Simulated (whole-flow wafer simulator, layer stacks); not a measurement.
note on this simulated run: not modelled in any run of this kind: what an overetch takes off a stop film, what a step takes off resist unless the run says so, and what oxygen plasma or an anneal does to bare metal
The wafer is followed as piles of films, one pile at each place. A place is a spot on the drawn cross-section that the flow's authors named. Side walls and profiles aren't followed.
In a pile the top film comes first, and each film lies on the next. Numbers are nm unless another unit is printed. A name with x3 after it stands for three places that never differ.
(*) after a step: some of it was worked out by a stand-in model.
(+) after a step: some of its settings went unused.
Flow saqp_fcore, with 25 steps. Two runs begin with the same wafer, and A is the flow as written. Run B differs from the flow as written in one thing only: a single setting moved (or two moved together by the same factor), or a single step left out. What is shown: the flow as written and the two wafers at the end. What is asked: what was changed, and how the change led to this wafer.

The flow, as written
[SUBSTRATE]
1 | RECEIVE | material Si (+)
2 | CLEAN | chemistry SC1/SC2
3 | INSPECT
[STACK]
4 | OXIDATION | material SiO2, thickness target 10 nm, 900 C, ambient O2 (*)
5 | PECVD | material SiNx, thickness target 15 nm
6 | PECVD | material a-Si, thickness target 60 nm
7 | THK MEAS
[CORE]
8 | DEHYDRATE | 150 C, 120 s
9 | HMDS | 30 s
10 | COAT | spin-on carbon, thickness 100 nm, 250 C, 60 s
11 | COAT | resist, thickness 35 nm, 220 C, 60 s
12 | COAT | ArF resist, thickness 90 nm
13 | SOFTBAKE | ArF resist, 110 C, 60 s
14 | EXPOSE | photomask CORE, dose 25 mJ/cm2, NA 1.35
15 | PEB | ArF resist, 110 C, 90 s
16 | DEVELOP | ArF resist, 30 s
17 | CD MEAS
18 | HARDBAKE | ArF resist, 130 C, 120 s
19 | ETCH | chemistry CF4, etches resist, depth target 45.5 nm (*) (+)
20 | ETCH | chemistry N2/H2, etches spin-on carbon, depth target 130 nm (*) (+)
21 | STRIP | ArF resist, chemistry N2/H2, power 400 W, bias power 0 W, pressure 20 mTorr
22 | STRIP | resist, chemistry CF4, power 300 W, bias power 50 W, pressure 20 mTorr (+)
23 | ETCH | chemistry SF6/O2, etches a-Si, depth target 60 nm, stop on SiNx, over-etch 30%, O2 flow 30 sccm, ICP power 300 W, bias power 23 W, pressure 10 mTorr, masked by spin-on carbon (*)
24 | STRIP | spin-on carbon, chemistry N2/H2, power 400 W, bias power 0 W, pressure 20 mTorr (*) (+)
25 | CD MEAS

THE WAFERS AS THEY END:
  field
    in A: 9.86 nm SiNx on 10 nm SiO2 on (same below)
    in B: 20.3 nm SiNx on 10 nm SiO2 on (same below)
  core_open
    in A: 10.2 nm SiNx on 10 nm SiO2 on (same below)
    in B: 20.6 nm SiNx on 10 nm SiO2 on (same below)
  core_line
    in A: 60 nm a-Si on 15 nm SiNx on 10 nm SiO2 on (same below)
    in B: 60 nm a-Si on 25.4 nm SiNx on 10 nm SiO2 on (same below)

What caused this: step 5, PECVD: thickness target 25.4 nm was run, while the flow as written has thickness target 15 nm.
One can read it off the wafer: core_line has SiNx 25.4, and step 5 as written asks for 15 nm.

Step by step, how the change led to this:
  5 | PECVD | material SiNx, thickness target 15 nm
      field, core_open, core_line: A SiNx gains 15 (new film) | B SiNx gains 25.4 (new film)
